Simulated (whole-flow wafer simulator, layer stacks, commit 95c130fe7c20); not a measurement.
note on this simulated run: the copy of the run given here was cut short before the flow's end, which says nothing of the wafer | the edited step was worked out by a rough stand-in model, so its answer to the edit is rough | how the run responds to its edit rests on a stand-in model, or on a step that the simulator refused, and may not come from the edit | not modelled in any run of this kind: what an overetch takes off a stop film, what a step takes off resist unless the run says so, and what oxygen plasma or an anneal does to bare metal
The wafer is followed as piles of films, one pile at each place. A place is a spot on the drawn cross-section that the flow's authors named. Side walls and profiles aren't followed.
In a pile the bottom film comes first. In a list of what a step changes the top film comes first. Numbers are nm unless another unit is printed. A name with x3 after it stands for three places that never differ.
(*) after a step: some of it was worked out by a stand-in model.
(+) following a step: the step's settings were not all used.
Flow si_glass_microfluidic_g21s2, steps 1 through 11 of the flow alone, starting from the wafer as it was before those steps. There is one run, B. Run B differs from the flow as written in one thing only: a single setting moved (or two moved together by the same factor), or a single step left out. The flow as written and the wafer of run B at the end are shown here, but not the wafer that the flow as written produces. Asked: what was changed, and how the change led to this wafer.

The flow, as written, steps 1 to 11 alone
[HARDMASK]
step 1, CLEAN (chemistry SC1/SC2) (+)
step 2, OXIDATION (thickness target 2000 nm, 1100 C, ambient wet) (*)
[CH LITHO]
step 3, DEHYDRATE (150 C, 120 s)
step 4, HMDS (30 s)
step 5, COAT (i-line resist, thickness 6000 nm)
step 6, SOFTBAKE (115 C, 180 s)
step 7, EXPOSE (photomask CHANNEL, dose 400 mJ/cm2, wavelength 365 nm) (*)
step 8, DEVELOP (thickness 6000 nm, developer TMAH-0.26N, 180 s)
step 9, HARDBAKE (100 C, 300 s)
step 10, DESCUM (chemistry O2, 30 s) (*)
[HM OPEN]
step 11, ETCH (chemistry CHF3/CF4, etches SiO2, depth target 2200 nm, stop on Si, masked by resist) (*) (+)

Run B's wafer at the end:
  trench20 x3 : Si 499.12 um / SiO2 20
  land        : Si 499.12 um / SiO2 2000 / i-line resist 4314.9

What caused this: step 11, ETCH: depth target 1980 nm was run, though the flow has depth target 2200 nm.

The path from the change to this, step by step:
  step 11, ETCH (chemistry CHF3/CF4, etches SiO2, depth target 2200 nm, stop on Si, masked by resist) (*) (+)
      trench20 x3: SiO2 loses 1980 (it would be, as written: SiO2 loses 2000 (all of it))
      land: i-line resist loses 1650 (it would be, as written: i-line resist loses 1833.3)
